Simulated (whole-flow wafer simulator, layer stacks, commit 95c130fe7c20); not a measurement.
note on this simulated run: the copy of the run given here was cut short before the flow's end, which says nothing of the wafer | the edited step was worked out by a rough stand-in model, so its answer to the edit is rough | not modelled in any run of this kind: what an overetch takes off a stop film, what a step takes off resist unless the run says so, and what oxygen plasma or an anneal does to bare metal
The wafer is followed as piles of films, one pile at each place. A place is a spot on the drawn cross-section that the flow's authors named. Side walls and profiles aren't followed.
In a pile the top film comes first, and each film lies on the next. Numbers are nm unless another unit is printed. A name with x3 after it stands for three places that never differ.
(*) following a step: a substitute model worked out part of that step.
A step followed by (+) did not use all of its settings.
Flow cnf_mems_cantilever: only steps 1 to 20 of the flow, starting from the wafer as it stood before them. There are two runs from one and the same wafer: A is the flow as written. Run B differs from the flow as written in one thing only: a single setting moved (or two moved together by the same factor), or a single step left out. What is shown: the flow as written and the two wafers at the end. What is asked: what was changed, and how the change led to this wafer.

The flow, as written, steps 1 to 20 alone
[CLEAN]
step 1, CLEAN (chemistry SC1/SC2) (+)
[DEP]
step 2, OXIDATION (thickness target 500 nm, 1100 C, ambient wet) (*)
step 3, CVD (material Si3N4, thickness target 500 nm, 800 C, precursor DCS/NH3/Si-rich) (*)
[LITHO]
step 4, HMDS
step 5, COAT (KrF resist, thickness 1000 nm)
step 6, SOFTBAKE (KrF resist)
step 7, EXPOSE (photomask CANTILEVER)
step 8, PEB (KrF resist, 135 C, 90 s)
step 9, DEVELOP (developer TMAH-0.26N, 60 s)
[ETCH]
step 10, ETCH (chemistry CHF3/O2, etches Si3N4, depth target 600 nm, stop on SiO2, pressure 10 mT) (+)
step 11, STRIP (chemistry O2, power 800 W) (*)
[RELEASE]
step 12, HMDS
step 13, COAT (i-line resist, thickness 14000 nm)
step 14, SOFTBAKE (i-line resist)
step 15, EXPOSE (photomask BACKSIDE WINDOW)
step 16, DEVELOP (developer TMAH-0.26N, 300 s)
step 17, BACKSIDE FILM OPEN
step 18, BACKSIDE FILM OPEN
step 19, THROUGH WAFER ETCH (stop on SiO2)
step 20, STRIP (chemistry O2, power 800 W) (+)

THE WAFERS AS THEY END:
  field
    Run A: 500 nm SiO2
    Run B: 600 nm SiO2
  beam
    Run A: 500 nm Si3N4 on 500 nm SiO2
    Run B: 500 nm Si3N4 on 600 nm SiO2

What caused this: step 2, OXIDATION: thickness target 600 nm was run, though the flow has thickness target 500 nm.
The wafer lets one read it off: field has SiO2 600, and step 2 as written asks for 500 nm.

How this came from the change, step by step:
  step 2, OXIDATION (thickness target 500 nm, 1100 C, ambient wet) (*)
      field, beam: A SiO2 gains 500 (new film), chemical SiO2 loses 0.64 (all of it), Si loses 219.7 | B SiO2 gains 600 (new film), chemical SiO2 loses 0.64 (all of it), Si loses 263.7
  step 19, THROUGH WAFER ETCH (stop on SiO2)
      field: A under 1 film: Si loses 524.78 um (all of it) | B under 1 film: Si loses 524.74 um (all of it)
      beam: A under 2 films: Si loses 524.78 um (all of it) | B under 2 films: Si loses 524.74 um (all of it)
